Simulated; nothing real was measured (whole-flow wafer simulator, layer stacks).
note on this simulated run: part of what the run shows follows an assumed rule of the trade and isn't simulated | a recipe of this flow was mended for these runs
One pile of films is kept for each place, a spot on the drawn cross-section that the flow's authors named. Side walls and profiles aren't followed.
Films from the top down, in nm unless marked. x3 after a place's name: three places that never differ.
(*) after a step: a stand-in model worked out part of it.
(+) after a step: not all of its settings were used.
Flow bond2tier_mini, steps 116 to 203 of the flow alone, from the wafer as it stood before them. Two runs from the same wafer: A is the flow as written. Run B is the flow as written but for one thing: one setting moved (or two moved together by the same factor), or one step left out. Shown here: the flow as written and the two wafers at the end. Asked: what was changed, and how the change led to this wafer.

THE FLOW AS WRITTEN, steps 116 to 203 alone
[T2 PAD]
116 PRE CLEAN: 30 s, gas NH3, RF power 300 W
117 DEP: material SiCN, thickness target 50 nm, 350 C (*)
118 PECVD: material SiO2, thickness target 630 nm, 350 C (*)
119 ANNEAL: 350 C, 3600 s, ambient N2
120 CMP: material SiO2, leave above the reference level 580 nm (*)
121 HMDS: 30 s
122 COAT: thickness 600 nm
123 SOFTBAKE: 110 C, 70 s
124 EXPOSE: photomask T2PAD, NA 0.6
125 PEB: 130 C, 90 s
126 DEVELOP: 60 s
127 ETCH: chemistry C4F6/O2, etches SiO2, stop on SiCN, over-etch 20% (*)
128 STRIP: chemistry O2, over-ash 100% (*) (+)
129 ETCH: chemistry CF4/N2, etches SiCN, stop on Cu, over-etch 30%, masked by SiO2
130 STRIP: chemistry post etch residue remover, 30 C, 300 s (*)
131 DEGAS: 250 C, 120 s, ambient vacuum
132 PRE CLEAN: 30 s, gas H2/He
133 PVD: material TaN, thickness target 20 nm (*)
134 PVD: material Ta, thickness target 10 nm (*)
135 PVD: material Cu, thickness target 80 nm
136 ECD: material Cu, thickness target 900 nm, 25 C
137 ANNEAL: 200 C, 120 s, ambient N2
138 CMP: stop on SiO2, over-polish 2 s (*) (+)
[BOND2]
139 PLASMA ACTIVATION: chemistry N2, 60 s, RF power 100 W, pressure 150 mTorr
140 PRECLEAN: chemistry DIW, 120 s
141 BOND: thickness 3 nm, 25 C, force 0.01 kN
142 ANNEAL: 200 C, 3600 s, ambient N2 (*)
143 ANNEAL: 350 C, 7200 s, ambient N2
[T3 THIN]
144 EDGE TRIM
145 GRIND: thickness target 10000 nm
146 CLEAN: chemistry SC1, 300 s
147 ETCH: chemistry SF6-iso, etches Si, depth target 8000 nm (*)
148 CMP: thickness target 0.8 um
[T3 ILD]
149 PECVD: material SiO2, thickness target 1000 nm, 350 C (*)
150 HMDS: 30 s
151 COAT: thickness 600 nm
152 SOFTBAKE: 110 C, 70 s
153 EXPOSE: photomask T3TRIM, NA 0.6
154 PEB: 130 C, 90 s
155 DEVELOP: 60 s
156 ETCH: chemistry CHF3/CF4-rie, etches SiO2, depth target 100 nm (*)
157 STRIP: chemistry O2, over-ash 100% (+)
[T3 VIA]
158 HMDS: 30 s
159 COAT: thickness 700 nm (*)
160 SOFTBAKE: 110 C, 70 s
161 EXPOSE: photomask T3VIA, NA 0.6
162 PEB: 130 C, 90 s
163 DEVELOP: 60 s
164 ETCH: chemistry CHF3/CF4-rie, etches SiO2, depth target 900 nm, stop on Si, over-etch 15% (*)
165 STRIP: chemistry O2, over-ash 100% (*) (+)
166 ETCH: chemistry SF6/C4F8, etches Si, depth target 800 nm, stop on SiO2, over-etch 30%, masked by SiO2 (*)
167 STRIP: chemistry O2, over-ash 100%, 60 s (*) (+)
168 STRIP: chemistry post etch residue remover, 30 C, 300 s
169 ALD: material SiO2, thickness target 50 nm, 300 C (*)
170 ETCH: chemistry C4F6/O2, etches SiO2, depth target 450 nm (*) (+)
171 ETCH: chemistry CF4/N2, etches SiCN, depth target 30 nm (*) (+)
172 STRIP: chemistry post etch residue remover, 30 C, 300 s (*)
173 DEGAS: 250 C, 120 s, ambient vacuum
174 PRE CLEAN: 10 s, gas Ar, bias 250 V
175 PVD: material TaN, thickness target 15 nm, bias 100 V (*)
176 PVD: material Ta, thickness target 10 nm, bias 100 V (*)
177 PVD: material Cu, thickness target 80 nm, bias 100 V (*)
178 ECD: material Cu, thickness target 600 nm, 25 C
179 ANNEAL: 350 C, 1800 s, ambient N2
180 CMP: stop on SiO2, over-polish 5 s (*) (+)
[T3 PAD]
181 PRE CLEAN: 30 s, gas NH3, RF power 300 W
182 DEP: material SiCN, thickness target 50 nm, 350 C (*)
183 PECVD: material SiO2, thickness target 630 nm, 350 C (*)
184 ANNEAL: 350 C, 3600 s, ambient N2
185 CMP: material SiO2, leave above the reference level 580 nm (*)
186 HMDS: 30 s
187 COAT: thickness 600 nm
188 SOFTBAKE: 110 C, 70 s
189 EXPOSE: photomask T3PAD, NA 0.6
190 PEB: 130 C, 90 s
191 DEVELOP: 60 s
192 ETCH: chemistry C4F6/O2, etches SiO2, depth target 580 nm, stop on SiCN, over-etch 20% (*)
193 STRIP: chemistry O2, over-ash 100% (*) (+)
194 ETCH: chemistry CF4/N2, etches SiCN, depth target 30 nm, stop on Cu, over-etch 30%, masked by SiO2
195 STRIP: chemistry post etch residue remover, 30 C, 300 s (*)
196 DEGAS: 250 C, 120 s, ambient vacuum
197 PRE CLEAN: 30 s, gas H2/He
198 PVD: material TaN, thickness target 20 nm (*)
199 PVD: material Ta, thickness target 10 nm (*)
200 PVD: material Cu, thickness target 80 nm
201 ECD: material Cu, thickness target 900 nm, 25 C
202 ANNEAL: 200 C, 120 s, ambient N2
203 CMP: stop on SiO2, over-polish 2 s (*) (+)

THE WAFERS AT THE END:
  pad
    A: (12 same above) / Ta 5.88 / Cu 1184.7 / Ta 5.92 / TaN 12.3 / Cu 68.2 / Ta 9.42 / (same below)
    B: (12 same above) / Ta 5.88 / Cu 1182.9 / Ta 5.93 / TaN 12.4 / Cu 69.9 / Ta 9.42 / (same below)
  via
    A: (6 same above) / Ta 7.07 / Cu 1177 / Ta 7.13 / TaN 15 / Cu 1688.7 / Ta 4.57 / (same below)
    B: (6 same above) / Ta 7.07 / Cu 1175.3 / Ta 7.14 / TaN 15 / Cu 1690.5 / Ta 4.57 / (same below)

The cause: step 130, STRIP: chemistry post etch residue remover, 30 C, 300 s (*), was left out.

How the change led to this, step by step:
  (no step that both runs have acts differently by more than 2% or 0.5 nm, whichever is larger)
